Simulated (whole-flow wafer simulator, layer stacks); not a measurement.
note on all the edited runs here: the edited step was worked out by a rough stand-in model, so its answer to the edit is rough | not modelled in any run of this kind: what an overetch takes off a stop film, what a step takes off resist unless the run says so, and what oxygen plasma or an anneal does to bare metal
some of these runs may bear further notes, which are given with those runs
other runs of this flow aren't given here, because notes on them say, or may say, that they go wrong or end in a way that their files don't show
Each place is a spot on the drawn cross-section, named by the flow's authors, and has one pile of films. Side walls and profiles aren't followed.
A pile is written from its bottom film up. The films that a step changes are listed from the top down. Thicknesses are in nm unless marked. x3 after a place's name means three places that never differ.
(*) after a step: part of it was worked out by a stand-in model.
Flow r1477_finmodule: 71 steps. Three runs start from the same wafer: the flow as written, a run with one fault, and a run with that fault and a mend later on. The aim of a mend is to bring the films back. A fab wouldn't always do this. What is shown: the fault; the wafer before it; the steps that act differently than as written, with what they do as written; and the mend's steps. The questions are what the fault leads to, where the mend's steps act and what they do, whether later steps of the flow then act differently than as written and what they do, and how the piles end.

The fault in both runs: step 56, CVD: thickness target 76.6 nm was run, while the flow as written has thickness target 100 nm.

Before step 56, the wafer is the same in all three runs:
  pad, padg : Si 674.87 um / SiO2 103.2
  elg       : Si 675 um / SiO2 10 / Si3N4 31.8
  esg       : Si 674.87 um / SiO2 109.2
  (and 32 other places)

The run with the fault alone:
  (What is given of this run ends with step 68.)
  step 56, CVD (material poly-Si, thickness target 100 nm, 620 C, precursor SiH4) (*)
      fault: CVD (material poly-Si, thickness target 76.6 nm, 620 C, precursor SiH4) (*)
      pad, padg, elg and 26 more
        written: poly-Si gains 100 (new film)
        fault: poly-Si gains 76.6 (new film)
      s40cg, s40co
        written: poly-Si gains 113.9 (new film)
        fault: poly-Si gains 89.9 (new film)
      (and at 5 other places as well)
  Later steps of the flow acting differently than as written (2 other steps are not shown; they differ only slightly, by no more than 2% or 0.5 nm, whichever is larger):
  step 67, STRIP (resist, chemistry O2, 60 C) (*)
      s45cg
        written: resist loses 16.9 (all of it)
        fault: resist loses 17.6 (all of it)
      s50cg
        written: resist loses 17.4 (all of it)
        fault: resist loses 18.3 (all of it)
  After step 68, at pad, padg, elg and 33 more, the piles differ from the flow's by more than 2% or 0.5 nm, whichever is larger.
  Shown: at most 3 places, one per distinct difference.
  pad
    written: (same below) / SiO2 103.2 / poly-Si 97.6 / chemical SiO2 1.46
    fault: (same below) / SiO2 103.2 / poly-Si 74.2 / chemical SiO2 1.46
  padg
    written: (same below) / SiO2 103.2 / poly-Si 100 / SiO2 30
    fault: (same below) / SiO2 103.2 / poly-Si 76.6 / SiO2 30
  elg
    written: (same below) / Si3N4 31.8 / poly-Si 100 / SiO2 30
    fault: (same below) / Si3N4 31.8 / poly-Si 76.6 / SiO2 30

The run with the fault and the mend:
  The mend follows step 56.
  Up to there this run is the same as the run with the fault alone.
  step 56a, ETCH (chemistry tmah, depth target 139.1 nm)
      pad, padg, elg and 26 more
        poly-Si loses 76.6 (all of it)
      s40cg, s40co
        poly-Si loses 89.9 (all of it)
      s45cg, s45co
        poly-Si loses 89.2 (all of it)
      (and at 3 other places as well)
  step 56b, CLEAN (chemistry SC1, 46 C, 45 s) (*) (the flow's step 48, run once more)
      s40sg_line, s45sg_line, s50sg_line, s40so_line, s45so_line, s50so_line
        SiO2 loses 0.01
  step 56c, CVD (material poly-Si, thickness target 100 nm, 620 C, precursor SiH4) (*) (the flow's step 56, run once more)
      pad, padg, elg and 26 more
        poly-Si gains 100 (new film)
      s40cg, s40co
        poly-Si gains 113.9 (new film)
      s45cg, s45co
        poly-Si gains 113.4 (new film)
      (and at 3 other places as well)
  None of the later steps of the flow differs from how it acts as written, at any place that is followed, by more than 2% or 0.5 nm, whichever is larger.
  When the end is reached, the piles differ only a little from the flow's at the places that both follow, at most by 2% or 0.5 nm, whichever is larger.
